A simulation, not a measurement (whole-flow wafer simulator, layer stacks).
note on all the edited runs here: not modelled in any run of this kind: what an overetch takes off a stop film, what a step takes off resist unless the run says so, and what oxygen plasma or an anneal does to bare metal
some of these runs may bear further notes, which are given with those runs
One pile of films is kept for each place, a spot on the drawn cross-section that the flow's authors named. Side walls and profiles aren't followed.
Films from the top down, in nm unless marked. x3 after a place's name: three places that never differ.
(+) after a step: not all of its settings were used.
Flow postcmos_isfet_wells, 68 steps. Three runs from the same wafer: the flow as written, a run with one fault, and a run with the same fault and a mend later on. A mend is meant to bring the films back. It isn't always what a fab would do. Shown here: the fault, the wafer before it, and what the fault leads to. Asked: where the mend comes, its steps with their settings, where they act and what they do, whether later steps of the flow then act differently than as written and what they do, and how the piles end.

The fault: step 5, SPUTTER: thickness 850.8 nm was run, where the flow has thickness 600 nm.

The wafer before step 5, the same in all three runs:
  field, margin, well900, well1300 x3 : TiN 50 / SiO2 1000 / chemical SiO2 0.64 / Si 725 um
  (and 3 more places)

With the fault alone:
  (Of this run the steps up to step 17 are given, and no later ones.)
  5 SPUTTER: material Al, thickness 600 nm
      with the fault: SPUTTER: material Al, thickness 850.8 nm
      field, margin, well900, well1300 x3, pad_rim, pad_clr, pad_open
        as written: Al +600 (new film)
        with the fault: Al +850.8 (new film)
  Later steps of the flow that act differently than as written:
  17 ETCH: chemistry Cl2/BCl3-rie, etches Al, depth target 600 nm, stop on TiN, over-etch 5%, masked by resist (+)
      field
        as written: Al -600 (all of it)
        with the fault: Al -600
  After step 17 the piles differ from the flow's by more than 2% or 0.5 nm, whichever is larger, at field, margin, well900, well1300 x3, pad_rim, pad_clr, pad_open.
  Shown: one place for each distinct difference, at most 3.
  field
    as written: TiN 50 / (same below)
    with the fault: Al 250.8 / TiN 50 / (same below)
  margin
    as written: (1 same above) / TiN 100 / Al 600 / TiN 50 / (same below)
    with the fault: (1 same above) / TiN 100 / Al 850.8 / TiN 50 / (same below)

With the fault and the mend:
  The mend comes after step 5.
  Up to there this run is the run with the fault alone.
  5a ETCH: chemistry al pan, depth target 978.4 nm
      field, margin, well900, well1300 x3, pad_rim, pad_clr, pad_open
        Al -850.8 (all of it)
  5b SPUTTER: material Al, thickness 600 nm (the flow's step 5 once more)
      field, margin, well900, well1300 x3, pad_rim, pad_clr, pad_open
        Al +600 (new film)
  No later step of the flow acts differently than as written at any place that is followed.
  At the end the piles are the same as the flow's at every place that both follow.
